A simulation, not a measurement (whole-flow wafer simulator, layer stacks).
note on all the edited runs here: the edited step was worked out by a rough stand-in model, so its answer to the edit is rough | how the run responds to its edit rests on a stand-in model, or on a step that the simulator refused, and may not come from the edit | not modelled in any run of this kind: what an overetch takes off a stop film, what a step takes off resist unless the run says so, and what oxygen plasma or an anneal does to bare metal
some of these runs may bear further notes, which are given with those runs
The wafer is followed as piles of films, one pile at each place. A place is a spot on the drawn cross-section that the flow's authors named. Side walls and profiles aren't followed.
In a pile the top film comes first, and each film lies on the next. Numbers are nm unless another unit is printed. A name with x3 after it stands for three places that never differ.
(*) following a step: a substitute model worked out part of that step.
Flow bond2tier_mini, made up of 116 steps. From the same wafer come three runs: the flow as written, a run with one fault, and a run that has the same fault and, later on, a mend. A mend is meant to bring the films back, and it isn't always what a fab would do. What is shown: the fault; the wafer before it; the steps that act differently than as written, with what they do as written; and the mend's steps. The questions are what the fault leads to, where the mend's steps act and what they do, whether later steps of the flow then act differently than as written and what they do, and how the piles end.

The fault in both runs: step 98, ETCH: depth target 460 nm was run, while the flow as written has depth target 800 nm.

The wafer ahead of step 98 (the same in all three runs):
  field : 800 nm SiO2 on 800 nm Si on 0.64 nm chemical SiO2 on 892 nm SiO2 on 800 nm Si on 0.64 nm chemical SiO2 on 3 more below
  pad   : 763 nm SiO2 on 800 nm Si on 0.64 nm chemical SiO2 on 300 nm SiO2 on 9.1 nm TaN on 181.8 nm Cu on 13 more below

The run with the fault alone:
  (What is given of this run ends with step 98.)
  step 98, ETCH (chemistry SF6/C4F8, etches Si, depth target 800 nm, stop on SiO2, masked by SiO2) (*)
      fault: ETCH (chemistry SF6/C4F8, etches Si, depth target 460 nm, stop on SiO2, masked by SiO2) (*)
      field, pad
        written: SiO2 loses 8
        fault: SiO2 loses 4.6
  The piles after step 98 are only slightly different from the flow's at the places that both follow, by no more than 2% or 0.5 nm, whichever is larger.

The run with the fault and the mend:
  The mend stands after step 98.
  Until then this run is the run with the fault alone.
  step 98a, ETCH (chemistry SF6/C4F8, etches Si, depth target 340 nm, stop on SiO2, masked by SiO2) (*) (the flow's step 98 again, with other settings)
      field, pad
        SiO2 loses 3.4
  Later steps of the flow that are run all act as written at every place that is followed.
  The piles end the same as the flow's at every place that both follow.
